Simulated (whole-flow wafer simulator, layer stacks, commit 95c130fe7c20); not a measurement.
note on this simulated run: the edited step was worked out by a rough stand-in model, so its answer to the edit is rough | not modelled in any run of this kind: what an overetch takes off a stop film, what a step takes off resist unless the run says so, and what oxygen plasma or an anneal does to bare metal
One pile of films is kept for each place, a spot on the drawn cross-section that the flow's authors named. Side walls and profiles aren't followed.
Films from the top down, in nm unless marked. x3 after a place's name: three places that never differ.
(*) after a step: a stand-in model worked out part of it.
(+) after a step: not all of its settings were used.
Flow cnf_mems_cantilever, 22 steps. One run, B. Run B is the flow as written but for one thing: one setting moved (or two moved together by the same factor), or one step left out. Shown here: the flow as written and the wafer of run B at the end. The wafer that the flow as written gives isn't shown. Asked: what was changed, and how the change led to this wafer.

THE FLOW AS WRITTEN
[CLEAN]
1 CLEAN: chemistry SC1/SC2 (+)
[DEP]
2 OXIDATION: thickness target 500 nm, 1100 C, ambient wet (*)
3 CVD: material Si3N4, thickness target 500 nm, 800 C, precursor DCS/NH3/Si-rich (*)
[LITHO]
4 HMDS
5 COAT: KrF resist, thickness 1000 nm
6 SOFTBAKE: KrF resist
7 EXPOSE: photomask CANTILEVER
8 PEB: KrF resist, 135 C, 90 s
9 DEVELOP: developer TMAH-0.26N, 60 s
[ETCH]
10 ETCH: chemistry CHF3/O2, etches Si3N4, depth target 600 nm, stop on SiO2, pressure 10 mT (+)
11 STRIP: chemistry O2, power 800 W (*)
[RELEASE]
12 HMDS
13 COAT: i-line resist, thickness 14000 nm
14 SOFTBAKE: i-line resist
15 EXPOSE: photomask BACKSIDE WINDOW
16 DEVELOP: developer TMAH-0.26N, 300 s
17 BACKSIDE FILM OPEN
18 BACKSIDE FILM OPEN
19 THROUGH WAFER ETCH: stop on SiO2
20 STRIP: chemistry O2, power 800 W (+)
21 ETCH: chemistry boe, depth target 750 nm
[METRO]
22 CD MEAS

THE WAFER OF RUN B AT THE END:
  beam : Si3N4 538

The cause: step 3, CVD: thickness target 538 nm was run, where the flow has thickness target 500 nm.
It can be read off the wafer: beam has Si3N4 538, and step 3 as written asks for 500 nm.

How the change led to this, step by step:
  3 CVD: material Si3N4, thickness target 500 nm, 800 C, precursor DCS/NH3/Si-rich (*)
      field, beam: Si3N4 +538 (new film) (as written it would be: Si3N4 +500 (new film))
  10 ETCH: chemistry CHF3/O2, etches Si3N4, depth target 600 nm, stop on SiO2, pressure 10 mT (+)
      field: Si3N4 -538 (all of it) (as written it would be: Si3N4 -500 (all of it))
